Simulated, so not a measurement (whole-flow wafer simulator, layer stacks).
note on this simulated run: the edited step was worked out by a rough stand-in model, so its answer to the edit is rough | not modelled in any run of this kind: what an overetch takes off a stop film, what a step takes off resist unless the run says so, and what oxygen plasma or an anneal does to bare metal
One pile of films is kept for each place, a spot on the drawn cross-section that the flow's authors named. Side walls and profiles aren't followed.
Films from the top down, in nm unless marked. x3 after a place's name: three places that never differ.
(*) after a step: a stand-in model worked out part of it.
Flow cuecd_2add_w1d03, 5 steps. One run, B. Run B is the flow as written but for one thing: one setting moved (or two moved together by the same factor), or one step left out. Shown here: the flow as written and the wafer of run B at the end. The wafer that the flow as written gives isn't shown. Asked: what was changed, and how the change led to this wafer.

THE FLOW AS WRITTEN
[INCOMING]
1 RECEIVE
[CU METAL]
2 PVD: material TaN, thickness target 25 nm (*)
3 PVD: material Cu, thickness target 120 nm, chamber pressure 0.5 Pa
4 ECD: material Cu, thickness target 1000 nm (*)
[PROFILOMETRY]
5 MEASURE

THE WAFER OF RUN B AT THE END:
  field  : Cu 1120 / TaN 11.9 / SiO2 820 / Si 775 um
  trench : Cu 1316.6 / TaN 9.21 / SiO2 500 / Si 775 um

The cause: step 2, PVD: thickness target 11.9 nm was run, where the flow has thickness target 25 nm.
It can be read off the wafer: field has TaN 11.9, and step 2 as written asks for 25 nm.

How the change led to this, step by step:
  2 PVD: material TaN, thickness target 25 nm (*)
      field: TaN +11.9 (new film) (as written it would be: TaN +25 (new film))
      trench: TaN +9.21 (new film) (as written it would be: TaN +19.4 (new film))
